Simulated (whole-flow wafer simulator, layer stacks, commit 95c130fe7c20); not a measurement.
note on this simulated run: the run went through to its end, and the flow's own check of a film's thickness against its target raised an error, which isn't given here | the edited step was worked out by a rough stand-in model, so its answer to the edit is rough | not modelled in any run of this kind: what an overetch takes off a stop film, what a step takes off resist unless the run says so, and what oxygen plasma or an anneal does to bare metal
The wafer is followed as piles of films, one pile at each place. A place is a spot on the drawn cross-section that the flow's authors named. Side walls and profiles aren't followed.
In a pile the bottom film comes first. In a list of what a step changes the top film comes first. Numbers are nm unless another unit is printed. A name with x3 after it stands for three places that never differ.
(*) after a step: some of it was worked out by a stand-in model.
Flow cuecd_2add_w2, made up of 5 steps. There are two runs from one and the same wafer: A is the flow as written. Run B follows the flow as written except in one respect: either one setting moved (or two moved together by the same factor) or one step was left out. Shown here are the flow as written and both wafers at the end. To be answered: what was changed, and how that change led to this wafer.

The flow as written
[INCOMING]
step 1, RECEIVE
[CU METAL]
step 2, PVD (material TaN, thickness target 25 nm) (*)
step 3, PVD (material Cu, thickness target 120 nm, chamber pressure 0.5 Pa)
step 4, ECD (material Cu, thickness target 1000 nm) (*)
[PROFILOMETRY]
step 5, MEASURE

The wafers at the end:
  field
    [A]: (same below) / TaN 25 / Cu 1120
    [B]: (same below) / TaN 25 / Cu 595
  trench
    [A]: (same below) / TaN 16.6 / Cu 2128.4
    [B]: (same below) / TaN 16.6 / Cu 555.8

The reason: step 4, ECD: thickness target 475 nm was run, whereas the flow has thickness target 1000 nm.

How this came from the change, step by step:
  step 4, ECD (material Cu, thickness target 1000 nm) (*)
      field: A Cu gains 1000 | B Cu gains 475
      trench: A Cu gains 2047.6 | B Cu gains 475
